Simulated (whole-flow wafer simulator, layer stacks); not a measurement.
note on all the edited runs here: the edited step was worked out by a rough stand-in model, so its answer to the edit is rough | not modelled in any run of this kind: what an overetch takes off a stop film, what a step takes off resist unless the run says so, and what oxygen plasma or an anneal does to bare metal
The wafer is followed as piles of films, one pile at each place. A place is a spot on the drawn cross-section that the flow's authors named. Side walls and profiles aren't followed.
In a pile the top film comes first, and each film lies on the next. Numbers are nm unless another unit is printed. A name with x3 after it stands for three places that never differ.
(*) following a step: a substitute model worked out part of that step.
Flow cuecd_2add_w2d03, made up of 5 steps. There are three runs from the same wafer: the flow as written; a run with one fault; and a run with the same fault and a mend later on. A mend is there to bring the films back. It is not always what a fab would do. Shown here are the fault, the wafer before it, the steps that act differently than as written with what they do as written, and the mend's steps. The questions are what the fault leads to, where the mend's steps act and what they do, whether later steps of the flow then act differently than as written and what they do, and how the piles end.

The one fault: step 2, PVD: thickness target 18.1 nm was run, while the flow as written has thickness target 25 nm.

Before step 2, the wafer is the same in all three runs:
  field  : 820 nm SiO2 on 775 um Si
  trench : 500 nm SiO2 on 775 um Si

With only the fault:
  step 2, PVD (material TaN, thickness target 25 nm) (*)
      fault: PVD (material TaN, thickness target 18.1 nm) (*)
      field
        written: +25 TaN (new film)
        fault: +18.1 TaN (new film)
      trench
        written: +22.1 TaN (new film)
        fault: +16 TaN (new film)
  Later steps of the flow that are run all act as written at every place that is followed, up to a difference of at most 2% or 0.5 nm, whichever is larger.
  By the end, the piles at field, trench depart from the flow's by more than 2% or 0.5 nm, whichever is larger.
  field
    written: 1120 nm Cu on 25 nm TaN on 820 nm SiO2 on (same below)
    fault: 1120 nm Cu on 18.1 nm TaN on 820 nm SiO2 on (same below)
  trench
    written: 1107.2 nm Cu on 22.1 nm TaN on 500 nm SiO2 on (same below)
    fault: 1107.3 nm Cu on 16 nm TaN on 500 nm SiO2 on (same below)

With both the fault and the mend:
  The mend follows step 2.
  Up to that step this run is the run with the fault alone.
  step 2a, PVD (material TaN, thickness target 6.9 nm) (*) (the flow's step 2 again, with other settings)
      field
        +6.9 TaN
      trench
        +6.09 TaN
  Later steps of the flow that are run all act as written at every place that is followed.
  The piles end the same as the flow's at every place that both follow.
